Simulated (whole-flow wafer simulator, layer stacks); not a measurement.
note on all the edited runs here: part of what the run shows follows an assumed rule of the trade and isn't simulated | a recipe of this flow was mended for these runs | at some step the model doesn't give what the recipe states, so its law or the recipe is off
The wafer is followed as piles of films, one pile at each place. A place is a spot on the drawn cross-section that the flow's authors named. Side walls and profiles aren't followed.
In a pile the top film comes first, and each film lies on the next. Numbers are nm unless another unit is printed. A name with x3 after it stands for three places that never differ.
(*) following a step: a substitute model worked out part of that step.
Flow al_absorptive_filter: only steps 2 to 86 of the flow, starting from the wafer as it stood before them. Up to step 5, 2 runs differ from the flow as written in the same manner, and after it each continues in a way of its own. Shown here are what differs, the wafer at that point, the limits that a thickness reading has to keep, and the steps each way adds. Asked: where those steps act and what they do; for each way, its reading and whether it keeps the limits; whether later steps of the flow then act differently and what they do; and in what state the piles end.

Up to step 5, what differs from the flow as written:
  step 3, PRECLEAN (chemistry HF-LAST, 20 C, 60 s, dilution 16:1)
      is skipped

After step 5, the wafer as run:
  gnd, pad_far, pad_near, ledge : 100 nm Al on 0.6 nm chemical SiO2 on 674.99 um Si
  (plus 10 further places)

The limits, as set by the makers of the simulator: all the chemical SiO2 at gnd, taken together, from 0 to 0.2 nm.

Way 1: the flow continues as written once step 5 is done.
  Reading after step 5: 0.6 nm, not within the limits.
  Steps later in the flow that act otherwise than as written (not shown: 14 more steps that differ only slightly, by at most 2% or 0.5 nm, whichever is larger):
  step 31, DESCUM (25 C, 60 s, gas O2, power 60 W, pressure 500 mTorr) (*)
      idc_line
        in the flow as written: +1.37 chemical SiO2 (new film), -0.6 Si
        going this way: +0.77 chemical SiO2, -0.34 Si
  The piles end different from the flow's at gnd, pad_far, pad_near and 10 more by more than 2% or 0.5 nm, whichever is larger.
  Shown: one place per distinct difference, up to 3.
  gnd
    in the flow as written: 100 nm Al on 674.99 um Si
    going this way: 100 nm Al on 0.6 nm chemical SiO2 on 674.99 um Si
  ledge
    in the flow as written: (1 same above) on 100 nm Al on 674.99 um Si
    going this way: (1 same above) on 100 nm Al on 0.6 nm chemical SiO2 on 674.99 um Si
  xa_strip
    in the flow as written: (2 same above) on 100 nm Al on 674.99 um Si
    going this way: (2 same above) on 100 nm Al on 0.6 nm chemical SiO2 on 674.99 um Si

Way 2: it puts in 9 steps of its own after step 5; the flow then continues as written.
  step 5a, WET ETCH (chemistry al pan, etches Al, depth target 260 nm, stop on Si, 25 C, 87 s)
      gnd, pad_far, pad_near and 11 more
        -100 Al (all of it)
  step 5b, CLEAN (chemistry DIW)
      does not change any film at any place that is followed
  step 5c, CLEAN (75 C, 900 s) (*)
      gnd, pad_far, pad_near and 11 more
        under 1 film: -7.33 Si
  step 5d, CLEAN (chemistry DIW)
      does not change any film at any place that is followed
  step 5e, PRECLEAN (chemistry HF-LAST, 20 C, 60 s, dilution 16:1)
      gnd, pad_far, pad_near and 11 more
        -0.6 chemical SiO2 (all of it)
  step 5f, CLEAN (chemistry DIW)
      does not change any film at any place that is followed
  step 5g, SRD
      does not change any film at any place that is followed
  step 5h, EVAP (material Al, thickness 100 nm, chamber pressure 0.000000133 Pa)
      gnd, pad_far, pad_near and 11 more
        +100 Al (new film)
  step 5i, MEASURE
      does not change any film at any place that is followed
  Reading after step 5i: 0 nm, inside the limits.
  Every later step of the flow that is run acts as written at every place that is followed.
  At the end the piles are close to the flow's at the places that both follow, differing by at most 2% or 0.5 nm, whichever is larger.

The limits are kept by: way 2. They are not kept by: way 1.
